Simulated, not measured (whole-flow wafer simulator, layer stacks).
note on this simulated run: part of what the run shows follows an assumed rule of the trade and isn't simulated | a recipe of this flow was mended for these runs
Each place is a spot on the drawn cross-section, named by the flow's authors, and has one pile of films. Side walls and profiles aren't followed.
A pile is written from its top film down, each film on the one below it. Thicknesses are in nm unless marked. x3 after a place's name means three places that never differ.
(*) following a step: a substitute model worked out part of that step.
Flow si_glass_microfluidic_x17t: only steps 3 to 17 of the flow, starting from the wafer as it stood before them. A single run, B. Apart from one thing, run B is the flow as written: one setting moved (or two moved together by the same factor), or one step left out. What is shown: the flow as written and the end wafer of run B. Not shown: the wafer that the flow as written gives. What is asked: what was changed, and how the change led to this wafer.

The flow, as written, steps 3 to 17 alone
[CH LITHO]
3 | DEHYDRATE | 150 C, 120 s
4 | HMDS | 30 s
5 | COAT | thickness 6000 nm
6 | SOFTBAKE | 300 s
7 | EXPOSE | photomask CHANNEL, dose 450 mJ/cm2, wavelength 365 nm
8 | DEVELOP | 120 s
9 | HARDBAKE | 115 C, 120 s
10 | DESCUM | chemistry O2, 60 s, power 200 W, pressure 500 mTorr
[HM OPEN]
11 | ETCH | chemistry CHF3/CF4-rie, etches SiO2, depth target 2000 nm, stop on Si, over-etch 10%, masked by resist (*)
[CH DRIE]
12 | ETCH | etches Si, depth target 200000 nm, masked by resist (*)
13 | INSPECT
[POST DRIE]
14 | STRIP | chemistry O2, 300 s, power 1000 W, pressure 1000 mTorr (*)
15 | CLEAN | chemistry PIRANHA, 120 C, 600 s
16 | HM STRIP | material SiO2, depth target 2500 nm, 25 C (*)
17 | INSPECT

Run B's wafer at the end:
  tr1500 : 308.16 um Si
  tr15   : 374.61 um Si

What caused this: step 5, COAT: thickness 7440 nm was run, whereas the flow has thickness 6000 nm.

The path from the change to this, step by step:
  5 | COAT | thickness 6000 nm
      land, tr110, tr1500, tr15: thick-i-line-resist gains 7440 (new film) (it would be, as written: thick-i-line-resist gains 6000 (new film))
  8 | DEVELOP | 120 s
      tr110, tr1500, tr15: thick-i-line-resist loses 7440 (all of it) (it would be, as written: thick-i-line-resist loses 6000 (all of it))
  9 | HARDBAKE | 115 C, 120 s
      land: thick-i-line-resist loses 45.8 (it would be, as written: thick-i-line-resist loses 33.5)
  12 | ETCH | etches Si, depth target 200000 nm, masked by resist (*)
      tr1500: Si loses 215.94 um (it would be, as written: Si loses 215.73 um)
      tr15: Si loses 149.49 um (it would be, as written: Si loses 149.99 um)
  14 | STRIP | chemistry O2, 300 s, power 1000 W, pressure 1000 mTorr (*)
      land: thick-i-line-resist loses 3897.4 (all of it) (it would be, as written: thick-i-line-resist loses 2472.3 (all of it))
